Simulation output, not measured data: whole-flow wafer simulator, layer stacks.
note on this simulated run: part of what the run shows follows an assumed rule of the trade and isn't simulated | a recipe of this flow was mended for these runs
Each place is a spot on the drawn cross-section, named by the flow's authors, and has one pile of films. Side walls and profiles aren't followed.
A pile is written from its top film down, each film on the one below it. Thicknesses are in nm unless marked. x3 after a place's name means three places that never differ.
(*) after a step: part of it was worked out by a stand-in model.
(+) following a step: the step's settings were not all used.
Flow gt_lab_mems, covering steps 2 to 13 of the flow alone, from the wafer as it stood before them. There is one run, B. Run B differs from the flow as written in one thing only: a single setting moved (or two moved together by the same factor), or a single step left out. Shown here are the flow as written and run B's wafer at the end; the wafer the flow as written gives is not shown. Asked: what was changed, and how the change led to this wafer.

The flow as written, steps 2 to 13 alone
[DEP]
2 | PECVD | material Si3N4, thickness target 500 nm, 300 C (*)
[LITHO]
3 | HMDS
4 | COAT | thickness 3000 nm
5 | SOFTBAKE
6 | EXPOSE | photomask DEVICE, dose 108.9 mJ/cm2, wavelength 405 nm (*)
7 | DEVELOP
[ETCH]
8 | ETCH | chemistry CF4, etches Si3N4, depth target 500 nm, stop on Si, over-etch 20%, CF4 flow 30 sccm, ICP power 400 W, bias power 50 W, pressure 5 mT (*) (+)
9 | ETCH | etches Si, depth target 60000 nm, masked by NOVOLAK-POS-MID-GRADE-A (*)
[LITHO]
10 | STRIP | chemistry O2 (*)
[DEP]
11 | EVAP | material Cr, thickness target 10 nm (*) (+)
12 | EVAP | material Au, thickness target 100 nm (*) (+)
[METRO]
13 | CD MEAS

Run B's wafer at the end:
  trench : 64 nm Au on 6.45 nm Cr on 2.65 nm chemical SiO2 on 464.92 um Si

Cause: step 8, ETCH: depth target 620 nm was run, though the flow has depth target 500 nm.

Step by step, how the change led to this:
  8 | ETCH | chemistry CF4, etches Si3N4, depth target 500 nm, stop on Si, over-etch 20%, CF4 flow 30 sccm, ICP power 400 W, bias power 50 W, pressure 5 mT (*) (+)
      field: g/i-line-resist loses 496 (as written it would have been: g/i-line-resist loses 400)
      trench: Si3N4 loses 500 (all of it), chemical SiO2 loses 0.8 (all of it), Si loses 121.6 (as written it would have been: Si3N4 loses 500 (all of it), chemical SiO2 loses 0.8 (all of it), Si loses 49.6)
  10 | STRIP | chemistry O2 (*)
      field: g/i-line-resist loses 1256 (all of it) (as written it would have been: g/i-line-resist loses 1352 (all of it))
